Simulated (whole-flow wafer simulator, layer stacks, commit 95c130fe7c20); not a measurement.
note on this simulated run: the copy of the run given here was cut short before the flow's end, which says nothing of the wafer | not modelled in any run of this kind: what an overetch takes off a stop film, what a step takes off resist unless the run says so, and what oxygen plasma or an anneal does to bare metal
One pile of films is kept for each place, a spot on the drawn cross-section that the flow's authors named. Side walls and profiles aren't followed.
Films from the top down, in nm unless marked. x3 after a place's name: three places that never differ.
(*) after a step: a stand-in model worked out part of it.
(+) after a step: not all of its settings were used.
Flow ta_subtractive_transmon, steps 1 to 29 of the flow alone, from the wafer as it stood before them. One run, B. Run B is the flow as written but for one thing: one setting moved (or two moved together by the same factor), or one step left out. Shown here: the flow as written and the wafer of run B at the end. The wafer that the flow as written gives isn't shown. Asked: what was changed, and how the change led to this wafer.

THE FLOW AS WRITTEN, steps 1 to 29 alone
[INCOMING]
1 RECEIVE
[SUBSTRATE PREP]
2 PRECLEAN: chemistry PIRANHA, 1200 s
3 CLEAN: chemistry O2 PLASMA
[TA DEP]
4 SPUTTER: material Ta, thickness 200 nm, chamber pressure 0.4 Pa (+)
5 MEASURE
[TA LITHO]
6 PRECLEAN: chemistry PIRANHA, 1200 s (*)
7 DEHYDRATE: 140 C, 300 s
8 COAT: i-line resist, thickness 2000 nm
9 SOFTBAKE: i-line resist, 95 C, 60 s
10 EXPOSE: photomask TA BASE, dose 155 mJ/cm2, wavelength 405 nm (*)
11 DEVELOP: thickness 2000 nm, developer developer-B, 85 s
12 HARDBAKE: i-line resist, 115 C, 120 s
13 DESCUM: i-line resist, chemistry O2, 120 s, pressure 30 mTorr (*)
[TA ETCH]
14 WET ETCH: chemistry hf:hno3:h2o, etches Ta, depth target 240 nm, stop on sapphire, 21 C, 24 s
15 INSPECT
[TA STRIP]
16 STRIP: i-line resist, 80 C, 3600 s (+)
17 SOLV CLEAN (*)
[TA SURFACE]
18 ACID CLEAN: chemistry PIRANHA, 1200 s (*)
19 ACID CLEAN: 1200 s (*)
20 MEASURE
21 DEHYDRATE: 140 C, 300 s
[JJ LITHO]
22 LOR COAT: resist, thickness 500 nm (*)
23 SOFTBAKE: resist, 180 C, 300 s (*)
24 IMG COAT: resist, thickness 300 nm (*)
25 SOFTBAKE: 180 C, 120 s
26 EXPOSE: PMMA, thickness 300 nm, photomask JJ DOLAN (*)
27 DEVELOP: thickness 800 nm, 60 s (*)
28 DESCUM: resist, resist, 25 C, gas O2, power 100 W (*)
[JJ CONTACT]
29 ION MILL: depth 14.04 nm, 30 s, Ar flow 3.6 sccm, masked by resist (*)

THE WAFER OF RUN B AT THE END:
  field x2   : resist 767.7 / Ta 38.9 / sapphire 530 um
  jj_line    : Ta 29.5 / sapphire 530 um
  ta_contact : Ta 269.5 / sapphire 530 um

The cause: step 4, SPUTTER: thickness 279.2 nm was run, where the flow has thickness 200 nm.

How the change led to this, step by step:
  4 SPUTTER: material Ta, thickness 200 nm, chamber pressure 0.4 Pa (+)
      field x2, jj_line, lead, ta_contact, ta_pad: Ta +279.2 (new film) (as written it would be: Ta +200 (new film))
  14 WET ETCH: chemistry hf:hno3:h2o, etches Ta, depth target 240 nm, stop on sapphire, 21 C, 24 s
      field x2, jj_line, lead: Ta -240 (as written it would be: Ta -200 (all of it))
  22 LOR COAT: resist, thickness 500 nm (*)
      ta_contact: resist +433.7 (new film) (as written it would be: resist +443.8 (new film))
  29 ION MILL: depth 14.04 nm, 30 s, Ar flow 3.6 sccm, masked by resist (*)
      jj_line, lead: Ta -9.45 (as written it would be: sapphire -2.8)
Counting metal films that touch as one body, field x2 has 1 body; the flow as written gives 0 bodies.
Counting metal films that touch as one body, jj_line has 1 body; the flow as written gives 0 bodies.
